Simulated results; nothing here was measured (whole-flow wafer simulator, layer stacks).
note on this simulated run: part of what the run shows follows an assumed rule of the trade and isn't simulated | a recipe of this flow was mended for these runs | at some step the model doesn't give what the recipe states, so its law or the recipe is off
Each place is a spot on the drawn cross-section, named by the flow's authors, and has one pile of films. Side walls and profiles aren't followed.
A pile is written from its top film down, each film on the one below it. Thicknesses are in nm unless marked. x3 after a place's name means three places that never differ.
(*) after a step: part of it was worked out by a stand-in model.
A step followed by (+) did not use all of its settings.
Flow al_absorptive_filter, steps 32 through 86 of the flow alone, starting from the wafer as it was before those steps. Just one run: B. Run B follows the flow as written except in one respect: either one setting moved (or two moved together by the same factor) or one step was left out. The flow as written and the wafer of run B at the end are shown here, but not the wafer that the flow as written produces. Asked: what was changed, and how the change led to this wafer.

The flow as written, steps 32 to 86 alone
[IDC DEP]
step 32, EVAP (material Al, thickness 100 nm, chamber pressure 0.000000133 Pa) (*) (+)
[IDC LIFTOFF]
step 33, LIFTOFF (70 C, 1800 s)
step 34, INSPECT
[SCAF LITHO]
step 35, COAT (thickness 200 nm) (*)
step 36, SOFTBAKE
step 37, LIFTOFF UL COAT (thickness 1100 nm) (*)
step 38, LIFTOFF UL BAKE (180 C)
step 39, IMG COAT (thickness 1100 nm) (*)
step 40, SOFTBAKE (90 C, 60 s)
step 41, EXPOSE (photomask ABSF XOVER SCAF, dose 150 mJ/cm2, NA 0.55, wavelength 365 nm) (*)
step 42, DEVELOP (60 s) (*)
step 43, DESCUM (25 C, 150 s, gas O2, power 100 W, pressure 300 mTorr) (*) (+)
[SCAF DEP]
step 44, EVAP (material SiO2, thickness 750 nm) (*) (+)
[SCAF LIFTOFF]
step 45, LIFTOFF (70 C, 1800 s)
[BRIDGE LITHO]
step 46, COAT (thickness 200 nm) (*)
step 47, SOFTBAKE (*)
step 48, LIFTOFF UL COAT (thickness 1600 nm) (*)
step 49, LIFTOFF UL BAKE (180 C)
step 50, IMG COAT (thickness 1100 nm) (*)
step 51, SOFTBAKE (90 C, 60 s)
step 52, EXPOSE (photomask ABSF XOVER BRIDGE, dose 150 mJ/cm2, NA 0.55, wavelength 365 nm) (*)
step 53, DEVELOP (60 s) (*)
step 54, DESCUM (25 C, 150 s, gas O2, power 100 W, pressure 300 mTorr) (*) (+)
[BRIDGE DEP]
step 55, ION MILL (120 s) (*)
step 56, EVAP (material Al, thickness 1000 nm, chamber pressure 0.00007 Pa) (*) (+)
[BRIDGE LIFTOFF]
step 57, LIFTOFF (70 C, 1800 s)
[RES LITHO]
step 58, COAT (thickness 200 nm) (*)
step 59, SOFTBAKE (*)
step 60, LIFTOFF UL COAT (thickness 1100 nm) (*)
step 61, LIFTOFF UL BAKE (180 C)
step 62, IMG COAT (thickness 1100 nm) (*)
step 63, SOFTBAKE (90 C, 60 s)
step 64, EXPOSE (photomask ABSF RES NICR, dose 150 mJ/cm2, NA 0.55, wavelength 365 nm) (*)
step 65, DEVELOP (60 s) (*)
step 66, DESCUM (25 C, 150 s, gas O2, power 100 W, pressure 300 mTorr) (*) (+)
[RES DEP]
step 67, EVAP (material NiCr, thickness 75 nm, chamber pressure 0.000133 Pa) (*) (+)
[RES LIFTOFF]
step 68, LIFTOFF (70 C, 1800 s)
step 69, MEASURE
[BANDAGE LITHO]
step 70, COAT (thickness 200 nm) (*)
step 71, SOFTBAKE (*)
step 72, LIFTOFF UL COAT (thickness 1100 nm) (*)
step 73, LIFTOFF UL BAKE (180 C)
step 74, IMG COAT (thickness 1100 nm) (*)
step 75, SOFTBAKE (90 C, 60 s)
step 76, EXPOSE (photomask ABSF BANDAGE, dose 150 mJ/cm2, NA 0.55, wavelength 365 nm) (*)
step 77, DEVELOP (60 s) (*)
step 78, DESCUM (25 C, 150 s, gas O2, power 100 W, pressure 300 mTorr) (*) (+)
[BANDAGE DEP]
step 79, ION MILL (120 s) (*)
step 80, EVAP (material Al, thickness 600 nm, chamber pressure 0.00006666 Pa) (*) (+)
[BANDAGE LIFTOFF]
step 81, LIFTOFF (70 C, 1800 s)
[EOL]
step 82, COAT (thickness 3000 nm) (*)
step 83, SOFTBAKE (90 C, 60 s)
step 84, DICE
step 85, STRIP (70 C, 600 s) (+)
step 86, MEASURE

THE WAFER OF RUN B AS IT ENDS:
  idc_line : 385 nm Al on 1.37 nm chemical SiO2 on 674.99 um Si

What caused this: step 32, EVAP: thickness 126.2 nm was run, though the flow has thickness 100 nm.

The path from the change to this, step by step:
  step 32, EVAP (material Al, thickness 100 nm, chamber pressure 0.000000133 Pa) (*) (+)
      gnd, pad_far, pad_near and 10 more: +126.2 Al (new film) (in the flow as written it would be: +100 Al (new film))
      idc_line: +385 Al (new film) (in the flow as written it would be: +100 Al (new film))
  step 33, LIFTOFF (70 C, 1800 s)
      gnd, xa_field, xa_margin, xa_strip, xl_land, idc_field, idc_space: -126.2 Al (all of it), -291 e-beam-resist (all of it) (in the flow as written it would be: -100 Al (all of it), -291 e-beam-resist (all of it))
      pad_far: -126.2 Al (all of it), -287 e-beam-resist (all of it) (in the flow as written it would be: -100 Al (all of it), -287 e-beam-resist (all of it))
      (also at 5 further places)
  step 35, COAT (thickness 200 nm) (*)
      idc_line: +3 acrylic-e-beam-resist (new film) (in the flow as written it would be: +125.3 acrylic-e-beam-resist (new film))
      idc_space: +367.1 acrylic-e-beam-resist (new film) (in the flow as written it would be: +228.2 acrylic-e-beam-resist (new film))
  step 37, LIFTOFF UL COAT (thickness 1100 nm) (*)
      idc_line: +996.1 lift-off-underlayer (new film) (in the flow as written it would be: +1090 lift-off-underlayer (new film))
      idc_space: +1018.2 lift-off-underlayer (new film) (in the flow as written it would be: +1087.8 lift-off-underlayer (new film))
  step 45, LIFTOFF (70 C, 1800 s)
      idc_line: -750 SiO2 (all of it), -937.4 i-line-resist (all of it), -996.1 lift-off-underlayer (all of it), -3 acrylic-e-beam-resist (all of it) (in the flow as written it would be: -750 SiO2 (all of it), -939.2 i-line-resist (all of it), -1090 lift-off-underlayer (all of it), -125.3 acrylic-e-beam-resist (all of it))
      idc_space: -750 SiO2 (all of it), -937 i-line-resist (all of it), -1018.2 lift-off-underlayer (all of it), -367.1 acrylic-e-beam-resist (all of it) (in the flow as written it would be: -750 SiO2 (all of it), -939.1 i-line-resist (all of it), -1087.8 lift-off-underlayer (all of it), -228.2 acrylic-e-beam-resist (all of it))
  step 46, COAT (thickness 200 nm) (*)
      idc_line: +3 acrylic-e-beam-resist (new film) (in the flow as written it would be: +129.8 acrylic-e-beam-resist (new film))
      idc_space: +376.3 acrylic-e-beam-resist (new film) (in the flow as written it would be: +229.8 acrylic-e-beam-resist (new film))
  step 48, LIFTOFF UL COAT (thickness 1600 nm) (*)
      idc_line: +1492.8 lift-off-underlayer (new film) (in the flow as written it would be: +1586.1 lift-off-underlayer (new film))
      idc_space: +1505.3 lift-off-underlayer (new film) (in the flow as written it would be: +1586.9 lift-off-underlayer (new film))
  step 57, LIFTOFF (70 C, 1800 s)
      idc_line: -1000 Al (all of it), -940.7 i-line-resist (all of it), -1492.8 lift-off-underlayer (all of it), -3 acrylic-e-beam-resist (all of it) (in the flow as written it would be: -1000 Al (all of it), -941.5 i-line-resist (all of it), -1586.1 lift-off-underlayer (all of it), -129.8 acrylic-e-beam-resist (all of it))
      idc_space: -1000 Al (all of it), -940.7 i-line-resist (all of it), -1505.3 lift-off-underlayer (all of it), -376.3 acrylic-e-beam-resist (all of it) (in the flow as written it would be: -1000 Al (all of it), -941.5 i-line-resist (all of it), -1586.9 lift-off-underlayer (all of it), -229.8 acrylic-e-beam-resist (all of it))
  step 58, COAT (thickness 200 nm) (*)
      idc_line: +3 acrylic-e-beam-resist (new film) (in the flow as written it would be: +129.8 acrylic-e-beam-resist (new film))
      idc_space: +376.3 acrylic-e-beam-resist (new film) (in the flow as written it would be: +229.8 acrylic-e-beam-resist (new film))
  step 60, LIFTOFF UL COAT (thickness 1100 nm) (*)
      idc_line: +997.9 lift-off-underlayer (new film) (in the flow as written it would be: +1086.6 lift-off-underlayer (new film))
      idc_space: +1010.4 lift-off-underlayer (new film) (in the flow as written it would be: +1087.4 lift-off-underlayer (new film))
  step 68, LIFTOFF (70 C, 1800 s)
      idc_line: -75 NiCr (all of it), -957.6 i-line-resist (all of it), -997.9 lift-off-underlayer (all of it), -3 acrylic-e-beam-resist (all of it) (in the flow as written it would be: -75 NiCr (all of it), -959.8 i-line-resist (all of it), -1086.6 lift-off-underlayer (all of it), -129.8 acrylic-e-beam-resist (all of it))
      idc_space: -75 NiCr (all of it), -957.7 i-line-resist (all of it), -1010.4 lift-off-underlayer (all of it), -376.3 acrylic-e-beam-resist (all of it) (in the flow as written it would be: -75 NiCr (all of it), -959.8 i-line-resist (all of it), -1087.4 lift-off-underlayer (all of it), -229.8 acrylic-e-beam-resist (all of it))
  step 70, COAT (thickness 200 nm) (*)
      idc_line: +3 acrylic-e-beam-resist (new film) (in the flow as written it would be: +129.8 acrylic-e-beam-resist (new film))
      idc_space: +376.3 acrylic-e-beam-resist (new film) (in the flow as written it would be: +229.8 acrylic-e-beam-resist (new film))
  step 72, LIFTOFF UL COAT (thickness 1100 nm) (*)
      idc_line: +997.9 lift-off-underlayer (new film) (in the flow as written it would be: +1086.6 lift-off-underlayer (new film))
      idc_space: +1010.4 lift-off-underlayer (new film) (in the flow as written it would be: +1087.4 lift-off-underlayer (new film))
  step 81, LIFTOFF (70 C, 1800 s)
      idc_line: -600 Al (all of it), -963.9 i-line-resist (all of it), -997.9 lift-off-underlayer (all of it), -3 acrylic-e-beam-resist (all of it) (in the flow as written it would be: -600 Al (all of it), -966.1 i-line-resist (all of it), -1086.6 lift-off-underlayer (all of it), -129.8 acrylic-e-beam-resist (all of it))
      idc_space: -600 Al (all of it), -964 i-line-resist (all of it), -1010.4 lift-off-underlayer (all of it), -376.3 acrylic-e-beam-resist (all of it) (in the flow as written it would be: -600 Al (all of it), -966.1 i-line-resist (all of it), -1087.4 lift-off-underlayer (all of it), -229.8 acrylic-e-beam-resist (all of it))
  step 82, COAT (thickness 3000 nm) (*)
      idc_line: +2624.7 i-line-resist (new film) (in the flow as written it would be: +2901.8 i-line-resist (new film))
  step 83, SOFTBAKE (90 C, 60 s)
      idc_line: -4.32 i-line-resist (in the flow as written it would be: -0.95 i-line-resist)
      idc_space: -4.31 i-line-resist (in the flow as written it would be: -0.95 i-line-resist)
  step 85, STRIP (70 C, 600 s) (+)
      idc_line: -2620.4 i-line-resist (all of it) (in the flow as written it would be: -2900.9 i-line-resist (all of it))
